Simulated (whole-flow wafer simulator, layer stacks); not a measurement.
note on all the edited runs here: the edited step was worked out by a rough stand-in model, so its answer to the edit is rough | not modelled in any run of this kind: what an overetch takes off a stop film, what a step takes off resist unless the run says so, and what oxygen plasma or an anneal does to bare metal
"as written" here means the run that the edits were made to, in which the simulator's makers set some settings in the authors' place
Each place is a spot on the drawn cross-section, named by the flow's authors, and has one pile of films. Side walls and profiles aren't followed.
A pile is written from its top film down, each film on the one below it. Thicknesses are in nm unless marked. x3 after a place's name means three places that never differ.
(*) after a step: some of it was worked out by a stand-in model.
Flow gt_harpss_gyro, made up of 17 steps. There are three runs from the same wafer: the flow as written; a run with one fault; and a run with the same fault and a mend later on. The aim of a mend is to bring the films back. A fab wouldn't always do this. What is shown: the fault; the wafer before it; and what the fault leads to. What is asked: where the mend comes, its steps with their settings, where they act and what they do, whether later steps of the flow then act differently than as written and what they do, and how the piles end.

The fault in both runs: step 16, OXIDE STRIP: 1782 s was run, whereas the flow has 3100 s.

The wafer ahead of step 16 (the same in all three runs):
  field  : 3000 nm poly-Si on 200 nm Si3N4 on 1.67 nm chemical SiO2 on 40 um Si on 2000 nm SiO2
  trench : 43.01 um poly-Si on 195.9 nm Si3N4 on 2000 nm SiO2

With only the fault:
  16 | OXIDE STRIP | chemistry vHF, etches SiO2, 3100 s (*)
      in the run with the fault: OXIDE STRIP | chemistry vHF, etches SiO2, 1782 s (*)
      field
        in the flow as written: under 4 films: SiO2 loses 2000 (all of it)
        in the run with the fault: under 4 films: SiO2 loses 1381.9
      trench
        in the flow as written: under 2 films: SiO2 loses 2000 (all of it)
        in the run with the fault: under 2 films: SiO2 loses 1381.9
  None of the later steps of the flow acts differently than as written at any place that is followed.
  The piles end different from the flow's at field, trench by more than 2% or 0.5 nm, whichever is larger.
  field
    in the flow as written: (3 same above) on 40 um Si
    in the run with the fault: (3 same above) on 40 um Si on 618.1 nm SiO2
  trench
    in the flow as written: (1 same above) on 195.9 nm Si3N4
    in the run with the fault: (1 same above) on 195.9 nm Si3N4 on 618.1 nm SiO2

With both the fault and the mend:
  After step 17 comes the mend.
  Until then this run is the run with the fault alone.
  17a | OXIDE STRIP | chemistry vHF, etches SiO2, 1318 s (*) (the flow's step 16, run once more with other settings)
      field
        under 4 films: SiO2 loses 618.1 (all of it)
      trench
        under 2 films: SiO2 loses 618.1 (all of it)
  None of the later steps of the flow acts differently than as written at any place that is followed.
  By the end, the piles equal the flow's at every place that both follow.
